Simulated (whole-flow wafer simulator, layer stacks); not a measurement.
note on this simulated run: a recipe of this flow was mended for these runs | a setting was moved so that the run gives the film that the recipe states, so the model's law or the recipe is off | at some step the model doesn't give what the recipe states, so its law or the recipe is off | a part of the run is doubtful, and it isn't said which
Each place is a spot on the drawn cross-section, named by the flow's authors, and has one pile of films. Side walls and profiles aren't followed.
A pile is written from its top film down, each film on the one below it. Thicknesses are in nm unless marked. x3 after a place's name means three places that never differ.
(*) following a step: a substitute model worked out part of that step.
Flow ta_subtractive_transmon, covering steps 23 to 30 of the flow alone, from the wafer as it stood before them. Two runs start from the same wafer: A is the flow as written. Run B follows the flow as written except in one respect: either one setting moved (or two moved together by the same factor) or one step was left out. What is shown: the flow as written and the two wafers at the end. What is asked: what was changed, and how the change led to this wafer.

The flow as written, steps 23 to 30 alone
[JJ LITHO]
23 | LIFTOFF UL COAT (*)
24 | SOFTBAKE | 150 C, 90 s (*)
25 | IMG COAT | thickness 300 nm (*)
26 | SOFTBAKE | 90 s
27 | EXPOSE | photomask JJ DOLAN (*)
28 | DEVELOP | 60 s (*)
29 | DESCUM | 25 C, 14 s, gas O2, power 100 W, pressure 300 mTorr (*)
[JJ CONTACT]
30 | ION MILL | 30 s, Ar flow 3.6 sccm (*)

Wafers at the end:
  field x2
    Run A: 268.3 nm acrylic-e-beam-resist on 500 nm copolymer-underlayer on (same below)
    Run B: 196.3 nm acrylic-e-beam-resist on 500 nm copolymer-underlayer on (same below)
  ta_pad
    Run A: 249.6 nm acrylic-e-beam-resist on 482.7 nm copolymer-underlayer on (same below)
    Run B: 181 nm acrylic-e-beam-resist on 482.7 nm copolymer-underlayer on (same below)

Cause: step 25, IMG COAT: thickness 228 nm was run, whereas the flow has thickness 300 nm.

How this came from the change, step by step:
  25 | IMG COAT | thickness 300 nm (*)
      field x2, jj_line: A acrylic-e-beam-resist gains 300 (new film) | B acrylic-e-beam-resist gains 228 (new film)
      lead: A acrylic-e-beam-resist gains 312.5 (new film) | B acrylic-e-beam-resist gains 238.4 (new film)
      (also at 2 further places)
  28 | DEVELOP | 60 s (*)
      jj_line: A acrylic-e-beam-resist loses 300 (all of it), copolymer-underlayer loses 500 (all of it) | B acrylic-e-beam-resist loses 228 (all of it), copolymer-underlayer loses 500 (all of it)
      lead: A acrylic-e-beam-resist loses 312.5 (all of it), copolymer-underlayer loses 554.7 (all of it) | B acrylic-e-beam-resist loses 238.4 (all of it), copolymer-underlayer loses 554.7 (all of it)
      (also at 1 further place)
